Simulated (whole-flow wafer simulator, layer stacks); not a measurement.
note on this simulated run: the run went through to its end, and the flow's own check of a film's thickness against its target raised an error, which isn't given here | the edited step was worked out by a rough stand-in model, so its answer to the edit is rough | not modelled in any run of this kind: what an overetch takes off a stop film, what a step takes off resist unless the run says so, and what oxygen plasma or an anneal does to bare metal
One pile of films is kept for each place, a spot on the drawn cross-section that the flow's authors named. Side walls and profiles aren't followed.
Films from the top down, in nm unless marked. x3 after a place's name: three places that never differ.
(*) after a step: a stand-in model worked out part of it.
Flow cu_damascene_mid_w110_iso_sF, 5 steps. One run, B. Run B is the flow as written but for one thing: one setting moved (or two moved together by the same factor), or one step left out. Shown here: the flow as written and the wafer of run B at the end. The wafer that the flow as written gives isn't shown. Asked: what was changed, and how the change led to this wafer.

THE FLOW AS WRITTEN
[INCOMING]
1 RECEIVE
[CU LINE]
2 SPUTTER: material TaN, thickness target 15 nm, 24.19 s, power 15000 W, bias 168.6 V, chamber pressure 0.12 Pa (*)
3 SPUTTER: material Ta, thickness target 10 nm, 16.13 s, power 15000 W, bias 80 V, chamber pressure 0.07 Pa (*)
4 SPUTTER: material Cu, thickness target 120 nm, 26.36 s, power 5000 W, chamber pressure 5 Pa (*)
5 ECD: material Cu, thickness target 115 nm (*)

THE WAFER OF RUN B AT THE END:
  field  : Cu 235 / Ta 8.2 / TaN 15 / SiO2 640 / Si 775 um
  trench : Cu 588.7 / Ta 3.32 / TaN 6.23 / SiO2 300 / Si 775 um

The cause: step 3, SPUTTER: thickness target 8.2 nm was run, where the flow has thickness target 10 nm; step 3, SPUTTER: 13.31 s was run, where the flow has 16.13 s.
It can be read off the wafer: field has Ta 8.2, and step 3 as written asks for 10 nm.

How the change led to this, step by step:
  3 SPUTTER: material Ta, thickness target 10 nm, 16.13 s, power 15000 W, bias 80 V, chamber pressure 0.07 Pa (*)
      field: Ta +8.2 (new film) (as written it would be: Ta +10 (new film))
      trench: Ta +3.32 (new film) (as written it would be: Ta +4.05 (new film))
